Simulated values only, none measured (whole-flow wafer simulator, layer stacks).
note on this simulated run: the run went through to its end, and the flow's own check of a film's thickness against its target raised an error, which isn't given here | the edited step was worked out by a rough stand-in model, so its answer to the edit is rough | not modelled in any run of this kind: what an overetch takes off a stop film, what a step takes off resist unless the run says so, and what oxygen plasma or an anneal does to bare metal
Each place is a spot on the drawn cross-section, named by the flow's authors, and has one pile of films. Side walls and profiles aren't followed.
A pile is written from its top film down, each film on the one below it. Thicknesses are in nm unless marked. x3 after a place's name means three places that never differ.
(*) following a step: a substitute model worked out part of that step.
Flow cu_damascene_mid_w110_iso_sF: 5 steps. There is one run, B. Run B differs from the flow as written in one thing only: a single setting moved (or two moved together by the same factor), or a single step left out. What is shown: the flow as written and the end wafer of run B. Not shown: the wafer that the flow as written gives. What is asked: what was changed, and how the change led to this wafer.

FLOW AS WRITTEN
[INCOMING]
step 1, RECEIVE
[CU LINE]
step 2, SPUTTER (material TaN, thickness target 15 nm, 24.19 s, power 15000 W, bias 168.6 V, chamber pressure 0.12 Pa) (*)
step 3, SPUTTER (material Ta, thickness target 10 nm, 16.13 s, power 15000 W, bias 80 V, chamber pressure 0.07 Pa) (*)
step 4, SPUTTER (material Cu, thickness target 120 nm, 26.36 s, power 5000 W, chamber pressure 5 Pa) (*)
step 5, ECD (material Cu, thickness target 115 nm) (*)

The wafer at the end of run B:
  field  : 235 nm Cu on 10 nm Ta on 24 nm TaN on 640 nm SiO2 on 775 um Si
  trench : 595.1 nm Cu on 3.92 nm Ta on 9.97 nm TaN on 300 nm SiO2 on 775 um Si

What caused this: step 2, SPUTTER: 38.7 s was run, though the flow has 24.19 s.

The path from the change to this, step by step:
  step 2, SPUTTER (material TaN, thickness target 15 nm, 24.19 s, power 15000 W, bias 168.6 V, chamber pressure 0.12 Pa) (*)
      field: +24 TaN (new film) (it would be, as written: +15 TaN (new film))
      trench: +9.97 TaN (new film) (it would be, as written: +6.23 TaN (new film))
  step 4, SPUTTER (material Cu, thickness target 120 nm, 26.36 s, power 5000 W, chamber pressure 5 Pa) (*)
      trench: +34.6 Cu (new film) (it would be, as written: +35.7 Cu (new film))
